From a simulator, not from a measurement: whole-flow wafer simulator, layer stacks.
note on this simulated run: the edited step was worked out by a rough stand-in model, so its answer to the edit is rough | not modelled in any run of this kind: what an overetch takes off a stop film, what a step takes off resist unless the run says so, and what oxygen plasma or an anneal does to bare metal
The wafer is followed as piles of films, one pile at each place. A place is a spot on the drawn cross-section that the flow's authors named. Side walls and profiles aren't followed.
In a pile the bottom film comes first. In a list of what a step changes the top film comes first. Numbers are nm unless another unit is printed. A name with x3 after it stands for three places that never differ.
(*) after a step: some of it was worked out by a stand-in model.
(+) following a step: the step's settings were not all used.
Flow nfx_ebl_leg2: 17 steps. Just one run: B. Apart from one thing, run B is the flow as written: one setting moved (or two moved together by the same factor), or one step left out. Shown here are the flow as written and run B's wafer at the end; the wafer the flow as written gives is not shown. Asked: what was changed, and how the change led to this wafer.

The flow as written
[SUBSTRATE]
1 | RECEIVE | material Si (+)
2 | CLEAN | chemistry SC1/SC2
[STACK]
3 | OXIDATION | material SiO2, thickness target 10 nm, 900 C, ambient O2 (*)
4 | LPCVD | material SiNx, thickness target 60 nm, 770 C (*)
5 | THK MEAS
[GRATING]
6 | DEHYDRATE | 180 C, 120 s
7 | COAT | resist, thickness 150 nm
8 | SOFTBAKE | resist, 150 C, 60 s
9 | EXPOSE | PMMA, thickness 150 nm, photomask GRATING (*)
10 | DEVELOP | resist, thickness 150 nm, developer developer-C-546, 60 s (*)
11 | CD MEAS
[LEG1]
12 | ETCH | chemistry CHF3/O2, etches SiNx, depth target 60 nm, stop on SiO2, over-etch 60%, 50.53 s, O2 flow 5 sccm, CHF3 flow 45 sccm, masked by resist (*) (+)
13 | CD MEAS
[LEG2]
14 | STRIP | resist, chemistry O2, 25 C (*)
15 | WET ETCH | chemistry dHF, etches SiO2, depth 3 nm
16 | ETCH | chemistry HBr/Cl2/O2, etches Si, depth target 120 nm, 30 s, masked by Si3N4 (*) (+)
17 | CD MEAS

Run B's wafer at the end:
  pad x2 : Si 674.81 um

What caused this: step 16, ETCH: depth target 189 nm was run, while the flow as written has depth target 120 nm.

Step by step, how the change led to this:
  16 | ETCH | chemistry HBr/Cl2/O2, etches Si, depth target 120 nm, 30 s, masked by Si3N4 (*) (+)
      pad x2: -189 Si (as written it would have been: -120 Si)
